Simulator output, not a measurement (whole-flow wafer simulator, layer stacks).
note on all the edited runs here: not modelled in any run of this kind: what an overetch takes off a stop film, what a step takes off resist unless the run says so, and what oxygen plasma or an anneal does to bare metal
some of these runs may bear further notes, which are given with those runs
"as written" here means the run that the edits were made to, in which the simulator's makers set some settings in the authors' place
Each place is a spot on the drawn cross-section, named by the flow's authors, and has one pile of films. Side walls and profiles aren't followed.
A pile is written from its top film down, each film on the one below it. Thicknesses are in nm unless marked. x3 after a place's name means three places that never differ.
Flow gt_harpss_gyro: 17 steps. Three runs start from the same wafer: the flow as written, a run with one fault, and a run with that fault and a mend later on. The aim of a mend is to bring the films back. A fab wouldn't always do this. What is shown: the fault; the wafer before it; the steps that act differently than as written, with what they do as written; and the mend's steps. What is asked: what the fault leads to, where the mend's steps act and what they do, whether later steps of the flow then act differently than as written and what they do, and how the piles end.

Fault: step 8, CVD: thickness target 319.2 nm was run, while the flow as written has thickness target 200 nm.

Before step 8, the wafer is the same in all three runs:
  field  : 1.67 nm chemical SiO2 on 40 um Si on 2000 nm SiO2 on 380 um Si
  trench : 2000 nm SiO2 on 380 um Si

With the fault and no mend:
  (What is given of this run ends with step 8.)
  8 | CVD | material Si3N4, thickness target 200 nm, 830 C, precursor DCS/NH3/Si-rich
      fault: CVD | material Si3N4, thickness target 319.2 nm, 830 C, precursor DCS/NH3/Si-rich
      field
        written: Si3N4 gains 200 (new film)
        fault: Si3N4 gains 319.2 (new film)
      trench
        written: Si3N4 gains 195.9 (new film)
        fault: Si3N4 gains 311.8 (new film)
  Once step 8 is done, the piles at field, trench depart from the flow's by more than 2% or 0.5 nm, whichever is larger.
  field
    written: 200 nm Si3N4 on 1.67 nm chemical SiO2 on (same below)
    fault: 319.2 nm Si3N4 on 1.67 nm chemical SiO2 on (same below)
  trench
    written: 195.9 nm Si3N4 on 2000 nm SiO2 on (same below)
    fault: 311.8 nm Si3N4 on 2000 nm SiO2 on (same below)

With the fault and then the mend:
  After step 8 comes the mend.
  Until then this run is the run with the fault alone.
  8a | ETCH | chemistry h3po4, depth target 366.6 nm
      field
        Si3N4 loses 319.2 (all of it)
      trench
        Si3N4 loses 311.8 (all of it)
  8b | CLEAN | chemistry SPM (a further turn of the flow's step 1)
      does not change any film at any place that is followed
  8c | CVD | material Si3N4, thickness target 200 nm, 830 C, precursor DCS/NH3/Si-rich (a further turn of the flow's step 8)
      field
        Si3N4 gains 200 (new film)
      trench
        Si3N4 gains 195.9 (new film)
  Later steps of the flow that are run all act as written at every place that is followed.
  By the end, the piles equal the flow's at every place that both follow.
